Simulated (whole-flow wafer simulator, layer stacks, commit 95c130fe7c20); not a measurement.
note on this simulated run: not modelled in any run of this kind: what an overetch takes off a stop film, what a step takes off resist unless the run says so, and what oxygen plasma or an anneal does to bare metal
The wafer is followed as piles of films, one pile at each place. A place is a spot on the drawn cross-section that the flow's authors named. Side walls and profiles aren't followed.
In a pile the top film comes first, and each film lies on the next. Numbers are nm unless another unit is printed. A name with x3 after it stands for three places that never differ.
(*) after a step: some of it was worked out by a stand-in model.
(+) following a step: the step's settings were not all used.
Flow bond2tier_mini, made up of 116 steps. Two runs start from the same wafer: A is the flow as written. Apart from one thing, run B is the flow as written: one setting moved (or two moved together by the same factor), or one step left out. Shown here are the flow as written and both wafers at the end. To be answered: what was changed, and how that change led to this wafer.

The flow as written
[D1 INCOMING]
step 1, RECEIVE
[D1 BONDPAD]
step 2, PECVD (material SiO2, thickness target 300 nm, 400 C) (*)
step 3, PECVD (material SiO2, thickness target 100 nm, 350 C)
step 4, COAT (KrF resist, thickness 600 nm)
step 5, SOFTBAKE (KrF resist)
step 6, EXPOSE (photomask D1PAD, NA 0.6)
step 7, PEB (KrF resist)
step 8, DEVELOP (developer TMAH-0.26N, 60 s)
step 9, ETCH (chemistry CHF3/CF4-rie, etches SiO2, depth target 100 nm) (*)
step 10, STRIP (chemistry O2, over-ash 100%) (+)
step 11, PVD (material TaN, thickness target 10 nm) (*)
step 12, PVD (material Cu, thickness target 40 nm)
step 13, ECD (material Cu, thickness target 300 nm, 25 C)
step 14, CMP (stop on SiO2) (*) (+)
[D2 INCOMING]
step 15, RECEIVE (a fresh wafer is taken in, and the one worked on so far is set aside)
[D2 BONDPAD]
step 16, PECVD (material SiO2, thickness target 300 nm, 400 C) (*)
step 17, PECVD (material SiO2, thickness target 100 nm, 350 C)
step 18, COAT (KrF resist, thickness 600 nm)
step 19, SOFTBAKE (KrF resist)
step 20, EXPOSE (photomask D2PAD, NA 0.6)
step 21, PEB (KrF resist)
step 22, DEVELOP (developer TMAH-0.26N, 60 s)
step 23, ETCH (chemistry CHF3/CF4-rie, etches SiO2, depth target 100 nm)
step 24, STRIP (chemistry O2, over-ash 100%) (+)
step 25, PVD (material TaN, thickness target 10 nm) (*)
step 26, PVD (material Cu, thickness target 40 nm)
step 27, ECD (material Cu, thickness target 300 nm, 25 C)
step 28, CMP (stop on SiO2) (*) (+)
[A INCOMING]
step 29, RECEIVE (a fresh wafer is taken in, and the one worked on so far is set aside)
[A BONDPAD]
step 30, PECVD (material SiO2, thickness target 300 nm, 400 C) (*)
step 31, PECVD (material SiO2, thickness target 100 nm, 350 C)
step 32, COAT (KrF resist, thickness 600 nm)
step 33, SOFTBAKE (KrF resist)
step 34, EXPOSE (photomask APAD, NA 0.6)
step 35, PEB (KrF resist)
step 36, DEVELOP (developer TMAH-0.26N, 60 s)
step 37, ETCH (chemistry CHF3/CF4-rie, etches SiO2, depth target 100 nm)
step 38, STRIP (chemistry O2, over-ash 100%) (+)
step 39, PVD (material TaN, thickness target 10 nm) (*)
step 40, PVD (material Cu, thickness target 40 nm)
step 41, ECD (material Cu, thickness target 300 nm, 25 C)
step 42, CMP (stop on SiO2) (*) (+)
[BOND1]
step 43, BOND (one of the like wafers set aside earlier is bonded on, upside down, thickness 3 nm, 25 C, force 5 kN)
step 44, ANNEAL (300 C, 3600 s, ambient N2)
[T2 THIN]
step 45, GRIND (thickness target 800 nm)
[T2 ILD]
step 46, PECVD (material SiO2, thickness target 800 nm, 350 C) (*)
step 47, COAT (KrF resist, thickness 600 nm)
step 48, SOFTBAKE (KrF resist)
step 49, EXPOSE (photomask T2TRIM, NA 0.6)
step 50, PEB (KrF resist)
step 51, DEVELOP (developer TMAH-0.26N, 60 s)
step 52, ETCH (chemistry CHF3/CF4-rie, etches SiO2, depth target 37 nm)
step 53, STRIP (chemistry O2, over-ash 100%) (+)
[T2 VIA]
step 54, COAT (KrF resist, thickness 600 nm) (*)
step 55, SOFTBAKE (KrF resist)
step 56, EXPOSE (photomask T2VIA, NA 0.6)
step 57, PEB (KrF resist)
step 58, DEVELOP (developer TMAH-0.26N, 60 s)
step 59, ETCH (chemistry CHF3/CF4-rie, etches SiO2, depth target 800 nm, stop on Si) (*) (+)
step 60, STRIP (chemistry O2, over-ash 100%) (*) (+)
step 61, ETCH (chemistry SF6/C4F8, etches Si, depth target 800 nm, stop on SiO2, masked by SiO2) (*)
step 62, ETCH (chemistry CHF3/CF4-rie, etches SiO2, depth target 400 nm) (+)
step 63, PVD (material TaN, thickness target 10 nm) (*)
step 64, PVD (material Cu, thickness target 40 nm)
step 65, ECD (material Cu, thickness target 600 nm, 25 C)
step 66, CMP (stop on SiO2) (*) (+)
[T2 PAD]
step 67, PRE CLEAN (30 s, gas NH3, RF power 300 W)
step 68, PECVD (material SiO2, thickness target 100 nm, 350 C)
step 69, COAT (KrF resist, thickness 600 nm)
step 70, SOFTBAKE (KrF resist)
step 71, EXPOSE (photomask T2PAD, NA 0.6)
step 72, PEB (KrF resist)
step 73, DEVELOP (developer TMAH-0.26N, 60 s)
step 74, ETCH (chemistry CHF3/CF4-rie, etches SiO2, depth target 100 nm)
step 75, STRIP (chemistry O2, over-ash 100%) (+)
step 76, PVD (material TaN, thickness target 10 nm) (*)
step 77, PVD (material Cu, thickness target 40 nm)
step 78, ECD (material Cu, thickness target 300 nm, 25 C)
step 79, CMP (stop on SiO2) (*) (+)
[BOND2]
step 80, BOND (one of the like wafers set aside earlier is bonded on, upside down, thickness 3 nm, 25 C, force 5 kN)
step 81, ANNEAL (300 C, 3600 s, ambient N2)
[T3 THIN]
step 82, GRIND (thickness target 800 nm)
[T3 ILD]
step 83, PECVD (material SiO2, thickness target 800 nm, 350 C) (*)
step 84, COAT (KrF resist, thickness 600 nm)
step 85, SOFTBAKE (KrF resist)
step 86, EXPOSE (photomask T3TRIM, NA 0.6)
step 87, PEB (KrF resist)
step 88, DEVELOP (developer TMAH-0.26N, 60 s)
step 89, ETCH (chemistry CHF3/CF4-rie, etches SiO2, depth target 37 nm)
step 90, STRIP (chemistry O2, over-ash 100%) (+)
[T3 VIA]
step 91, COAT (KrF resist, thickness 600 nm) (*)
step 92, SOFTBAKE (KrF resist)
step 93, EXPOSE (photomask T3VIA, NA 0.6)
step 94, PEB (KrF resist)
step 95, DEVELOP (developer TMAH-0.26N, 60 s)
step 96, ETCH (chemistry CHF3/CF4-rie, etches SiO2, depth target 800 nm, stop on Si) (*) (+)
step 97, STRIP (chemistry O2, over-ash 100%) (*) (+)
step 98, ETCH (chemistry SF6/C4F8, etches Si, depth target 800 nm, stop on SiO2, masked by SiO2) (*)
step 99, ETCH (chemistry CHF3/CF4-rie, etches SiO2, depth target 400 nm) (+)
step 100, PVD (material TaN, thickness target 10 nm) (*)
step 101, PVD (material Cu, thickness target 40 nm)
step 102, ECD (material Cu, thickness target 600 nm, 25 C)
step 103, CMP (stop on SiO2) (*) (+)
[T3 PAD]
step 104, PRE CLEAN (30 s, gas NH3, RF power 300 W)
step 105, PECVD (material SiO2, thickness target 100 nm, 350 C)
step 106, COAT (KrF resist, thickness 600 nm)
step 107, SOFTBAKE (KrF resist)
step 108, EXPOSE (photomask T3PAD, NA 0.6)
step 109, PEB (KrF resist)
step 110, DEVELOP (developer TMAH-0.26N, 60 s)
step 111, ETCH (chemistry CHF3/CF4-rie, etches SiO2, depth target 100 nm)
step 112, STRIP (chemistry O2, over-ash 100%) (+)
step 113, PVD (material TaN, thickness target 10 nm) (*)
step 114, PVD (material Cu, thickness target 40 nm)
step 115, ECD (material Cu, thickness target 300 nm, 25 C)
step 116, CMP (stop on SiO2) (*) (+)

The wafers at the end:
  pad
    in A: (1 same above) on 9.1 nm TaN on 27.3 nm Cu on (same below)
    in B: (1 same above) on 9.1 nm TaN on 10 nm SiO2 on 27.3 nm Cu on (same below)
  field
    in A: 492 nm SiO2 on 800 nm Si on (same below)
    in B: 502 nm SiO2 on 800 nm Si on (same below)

Cause: step 105, PECVD: thickness target 110 nm was run, whereas the flow has thickness target 100 nm.

Step by step, how the change led to this:
  step 105, PECVD (material SiO2, thickness target 100 nm, 350 C)
      field: A +100 SiO2 | B +110 SiO2
      pad: A +100 SiO2 (new film) | B +110 SiO2 (new film)
  step 111, ETCH (chemistry CHF3/CF4-rie, etches SiO2, depth target 100 nm)
      pad: A -100 SiO2 (all of it) | B -100 SiO2
With metal films that touch counted as one body, pad has 4 bodies (between them, from the top down: SiO2 10; SiO2 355 / Si 800 / chemical SiO2 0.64 / SiO2 300; SiO2 355 / Si 800 / chemical SiO2 0.64 / SiO2 300); the flow as written gives 3 bodies (between them, from the top down: SiO2 355 / Si 800 / chemical SiO2 0.64 / SiO2 300; SiO2 355 / Si 800 / chemical SiO2 0.64 / SiO2 300).
